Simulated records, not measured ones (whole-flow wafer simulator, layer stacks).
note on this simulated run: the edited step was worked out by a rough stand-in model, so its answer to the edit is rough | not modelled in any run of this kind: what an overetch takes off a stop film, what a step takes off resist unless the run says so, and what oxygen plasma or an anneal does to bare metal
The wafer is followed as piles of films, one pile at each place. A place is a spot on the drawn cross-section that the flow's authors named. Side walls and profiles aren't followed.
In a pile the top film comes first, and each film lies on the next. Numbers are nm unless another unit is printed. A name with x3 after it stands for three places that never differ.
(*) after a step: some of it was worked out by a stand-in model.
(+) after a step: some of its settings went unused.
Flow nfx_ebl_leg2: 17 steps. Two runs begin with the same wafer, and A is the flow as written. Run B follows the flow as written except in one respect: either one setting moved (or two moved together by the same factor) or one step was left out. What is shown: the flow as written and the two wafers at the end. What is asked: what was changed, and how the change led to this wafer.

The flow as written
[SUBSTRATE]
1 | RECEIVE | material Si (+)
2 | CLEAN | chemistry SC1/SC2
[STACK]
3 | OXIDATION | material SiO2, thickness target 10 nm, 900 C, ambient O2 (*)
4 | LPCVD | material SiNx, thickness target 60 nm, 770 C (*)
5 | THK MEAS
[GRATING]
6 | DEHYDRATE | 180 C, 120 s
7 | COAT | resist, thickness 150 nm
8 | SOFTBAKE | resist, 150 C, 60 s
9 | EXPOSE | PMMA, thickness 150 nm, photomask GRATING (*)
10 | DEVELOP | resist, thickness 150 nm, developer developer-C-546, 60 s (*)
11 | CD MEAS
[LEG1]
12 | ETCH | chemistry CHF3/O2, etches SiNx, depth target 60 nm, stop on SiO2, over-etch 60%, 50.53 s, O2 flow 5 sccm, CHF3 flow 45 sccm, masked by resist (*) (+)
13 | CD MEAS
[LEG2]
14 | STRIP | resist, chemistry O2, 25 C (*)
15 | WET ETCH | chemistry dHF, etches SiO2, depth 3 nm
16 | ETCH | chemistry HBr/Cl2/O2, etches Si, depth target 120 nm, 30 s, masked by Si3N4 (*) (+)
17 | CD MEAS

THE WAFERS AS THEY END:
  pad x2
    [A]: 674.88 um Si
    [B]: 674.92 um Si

Cause: step 16, ETCH: depth target 75 nm was run, though the flow has depth target 120 nm.

How this came from the change, step by step:
  16 | ETCH | chemistry HBr/Cl2/O2, etches Si, depth target 120 nm, 30 s, masked by Si3N4 (*) (+)
      pad x2: A Si loses 120 | B Si loses 75
